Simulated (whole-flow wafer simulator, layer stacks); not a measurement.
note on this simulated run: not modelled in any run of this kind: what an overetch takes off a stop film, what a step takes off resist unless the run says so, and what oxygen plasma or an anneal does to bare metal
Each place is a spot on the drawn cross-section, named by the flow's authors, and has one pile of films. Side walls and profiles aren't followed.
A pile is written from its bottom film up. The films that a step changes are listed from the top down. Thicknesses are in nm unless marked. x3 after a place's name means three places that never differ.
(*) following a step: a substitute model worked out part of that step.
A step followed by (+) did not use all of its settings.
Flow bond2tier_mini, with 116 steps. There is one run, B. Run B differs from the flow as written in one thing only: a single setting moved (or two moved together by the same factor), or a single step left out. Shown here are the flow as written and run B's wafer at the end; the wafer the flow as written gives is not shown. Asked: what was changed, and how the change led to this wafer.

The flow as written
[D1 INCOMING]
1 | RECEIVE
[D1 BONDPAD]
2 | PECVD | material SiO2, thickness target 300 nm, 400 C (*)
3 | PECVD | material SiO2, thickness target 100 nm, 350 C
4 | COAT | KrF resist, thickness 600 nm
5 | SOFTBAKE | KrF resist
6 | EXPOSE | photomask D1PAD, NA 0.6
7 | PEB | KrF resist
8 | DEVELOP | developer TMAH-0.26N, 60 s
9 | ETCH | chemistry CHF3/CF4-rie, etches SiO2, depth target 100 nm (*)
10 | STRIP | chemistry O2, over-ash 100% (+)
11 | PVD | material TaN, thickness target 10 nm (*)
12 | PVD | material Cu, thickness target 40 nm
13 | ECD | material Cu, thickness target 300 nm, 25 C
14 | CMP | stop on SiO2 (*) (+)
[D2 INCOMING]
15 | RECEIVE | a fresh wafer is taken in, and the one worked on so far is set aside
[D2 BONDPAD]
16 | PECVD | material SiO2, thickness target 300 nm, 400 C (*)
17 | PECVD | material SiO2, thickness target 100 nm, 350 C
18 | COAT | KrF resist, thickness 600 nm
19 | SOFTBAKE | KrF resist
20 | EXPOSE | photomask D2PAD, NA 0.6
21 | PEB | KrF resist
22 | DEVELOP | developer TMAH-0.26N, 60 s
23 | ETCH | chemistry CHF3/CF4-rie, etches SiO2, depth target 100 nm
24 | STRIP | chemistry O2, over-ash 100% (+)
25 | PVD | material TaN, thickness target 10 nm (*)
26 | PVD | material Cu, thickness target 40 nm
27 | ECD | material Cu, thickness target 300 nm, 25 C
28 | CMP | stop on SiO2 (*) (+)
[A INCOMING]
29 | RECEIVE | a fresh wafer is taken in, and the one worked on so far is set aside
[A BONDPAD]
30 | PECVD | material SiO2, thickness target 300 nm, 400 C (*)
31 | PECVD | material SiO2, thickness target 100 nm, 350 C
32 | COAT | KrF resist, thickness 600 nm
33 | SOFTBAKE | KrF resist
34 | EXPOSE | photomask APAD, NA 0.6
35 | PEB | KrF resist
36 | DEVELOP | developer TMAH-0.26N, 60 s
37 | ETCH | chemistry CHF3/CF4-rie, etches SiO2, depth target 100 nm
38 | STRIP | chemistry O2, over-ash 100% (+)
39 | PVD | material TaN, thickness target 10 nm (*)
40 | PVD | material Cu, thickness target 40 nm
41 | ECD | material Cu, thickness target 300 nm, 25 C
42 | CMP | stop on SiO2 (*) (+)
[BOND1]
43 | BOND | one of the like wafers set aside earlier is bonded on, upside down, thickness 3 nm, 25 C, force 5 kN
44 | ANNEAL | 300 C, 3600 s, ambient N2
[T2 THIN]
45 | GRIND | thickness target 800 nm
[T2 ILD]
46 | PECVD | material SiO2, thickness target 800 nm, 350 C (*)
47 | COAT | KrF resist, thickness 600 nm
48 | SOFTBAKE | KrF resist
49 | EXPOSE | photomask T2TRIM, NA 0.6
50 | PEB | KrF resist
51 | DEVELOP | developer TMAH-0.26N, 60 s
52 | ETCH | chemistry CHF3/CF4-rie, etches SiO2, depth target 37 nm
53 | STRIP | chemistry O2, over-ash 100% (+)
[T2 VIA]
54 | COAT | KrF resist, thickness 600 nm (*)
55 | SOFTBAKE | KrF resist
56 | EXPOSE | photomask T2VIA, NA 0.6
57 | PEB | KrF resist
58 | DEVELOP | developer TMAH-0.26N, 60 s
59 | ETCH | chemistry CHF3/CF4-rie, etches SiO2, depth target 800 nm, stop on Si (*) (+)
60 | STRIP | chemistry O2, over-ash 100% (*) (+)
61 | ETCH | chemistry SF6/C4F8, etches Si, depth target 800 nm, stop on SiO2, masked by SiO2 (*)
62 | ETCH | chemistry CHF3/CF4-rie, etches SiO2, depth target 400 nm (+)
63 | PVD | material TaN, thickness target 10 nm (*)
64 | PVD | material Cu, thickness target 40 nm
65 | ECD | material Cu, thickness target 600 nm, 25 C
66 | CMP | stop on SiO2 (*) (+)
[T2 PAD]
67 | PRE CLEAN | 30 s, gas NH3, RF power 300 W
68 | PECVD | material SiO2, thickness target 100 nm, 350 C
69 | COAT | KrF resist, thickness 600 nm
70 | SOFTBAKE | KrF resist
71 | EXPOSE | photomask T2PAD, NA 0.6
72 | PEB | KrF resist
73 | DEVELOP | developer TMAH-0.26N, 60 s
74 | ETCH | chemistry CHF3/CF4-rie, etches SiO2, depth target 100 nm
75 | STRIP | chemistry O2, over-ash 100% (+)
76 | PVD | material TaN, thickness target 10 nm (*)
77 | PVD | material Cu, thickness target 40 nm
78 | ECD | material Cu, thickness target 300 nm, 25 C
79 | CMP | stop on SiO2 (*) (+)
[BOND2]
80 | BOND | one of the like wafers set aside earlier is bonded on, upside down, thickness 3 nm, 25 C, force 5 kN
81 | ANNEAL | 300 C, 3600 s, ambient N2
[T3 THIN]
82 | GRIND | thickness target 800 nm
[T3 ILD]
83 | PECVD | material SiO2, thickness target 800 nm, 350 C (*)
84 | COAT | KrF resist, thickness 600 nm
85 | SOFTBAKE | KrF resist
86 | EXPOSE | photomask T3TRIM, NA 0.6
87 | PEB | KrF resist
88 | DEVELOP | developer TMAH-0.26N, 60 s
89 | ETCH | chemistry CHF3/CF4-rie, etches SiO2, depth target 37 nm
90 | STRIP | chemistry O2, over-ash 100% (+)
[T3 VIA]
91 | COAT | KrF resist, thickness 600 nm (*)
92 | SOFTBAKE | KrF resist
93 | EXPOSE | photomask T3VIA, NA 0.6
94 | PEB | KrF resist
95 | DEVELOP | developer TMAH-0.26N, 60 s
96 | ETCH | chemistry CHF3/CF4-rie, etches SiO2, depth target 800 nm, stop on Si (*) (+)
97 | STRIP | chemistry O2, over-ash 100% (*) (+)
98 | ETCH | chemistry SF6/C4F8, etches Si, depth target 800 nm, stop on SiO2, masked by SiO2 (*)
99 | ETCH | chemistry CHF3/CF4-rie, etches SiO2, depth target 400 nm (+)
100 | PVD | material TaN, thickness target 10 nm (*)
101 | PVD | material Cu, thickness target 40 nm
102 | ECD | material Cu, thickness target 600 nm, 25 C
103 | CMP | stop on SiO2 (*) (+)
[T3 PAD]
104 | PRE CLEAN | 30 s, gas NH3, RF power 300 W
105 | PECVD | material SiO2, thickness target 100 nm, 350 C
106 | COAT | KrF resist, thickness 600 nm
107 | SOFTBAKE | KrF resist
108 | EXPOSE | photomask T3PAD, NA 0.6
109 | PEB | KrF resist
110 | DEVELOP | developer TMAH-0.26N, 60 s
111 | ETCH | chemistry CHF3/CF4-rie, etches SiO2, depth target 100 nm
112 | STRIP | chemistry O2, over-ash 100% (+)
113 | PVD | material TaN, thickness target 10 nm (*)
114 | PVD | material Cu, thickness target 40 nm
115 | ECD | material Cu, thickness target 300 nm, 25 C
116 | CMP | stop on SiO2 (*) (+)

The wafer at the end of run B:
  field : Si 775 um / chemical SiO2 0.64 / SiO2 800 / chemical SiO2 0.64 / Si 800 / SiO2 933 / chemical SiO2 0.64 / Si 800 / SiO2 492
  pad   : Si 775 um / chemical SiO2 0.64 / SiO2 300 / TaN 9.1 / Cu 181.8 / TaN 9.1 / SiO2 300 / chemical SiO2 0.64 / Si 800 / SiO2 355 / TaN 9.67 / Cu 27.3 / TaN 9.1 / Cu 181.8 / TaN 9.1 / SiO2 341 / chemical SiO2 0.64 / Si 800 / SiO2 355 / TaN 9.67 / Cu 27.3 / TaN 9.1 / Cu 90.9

Cause: step 17, PECVD: thickness target 141 nm was run, whereas the flow has thickness target 100 nm.

How this came from the change, step by step:
  17 | PECVD | material SiO2, thickness target 100 nm, 350 C
      field, pad, via: +141 SiO2 (as written it would have been: +100 SiO2)
  80 | BOND | one of the like wafers set aside earlier is bonded on, upside down, thickness 3 nm, 25 C, force 5 kN
      field: +775 um Si (new film), +0.64 chemical SiO2 (new film), +441 SiO2 (as written it would have been: +775 um Si (new film), +0.64 chemical SiO2 (new film), +400 SiO2)
      pad: +775 um Si (new film), +0.64 chemical SiO2 (new film), +341 SiO2 (new film), +9.1 TaN (new film), +90.9 Cu (as written it would have been: +775 um Si (new film), +0.64 chemical SiO2 (new film), +300 SiO2 (new film), +9.1 TaN (new film), +90.9 Cu)
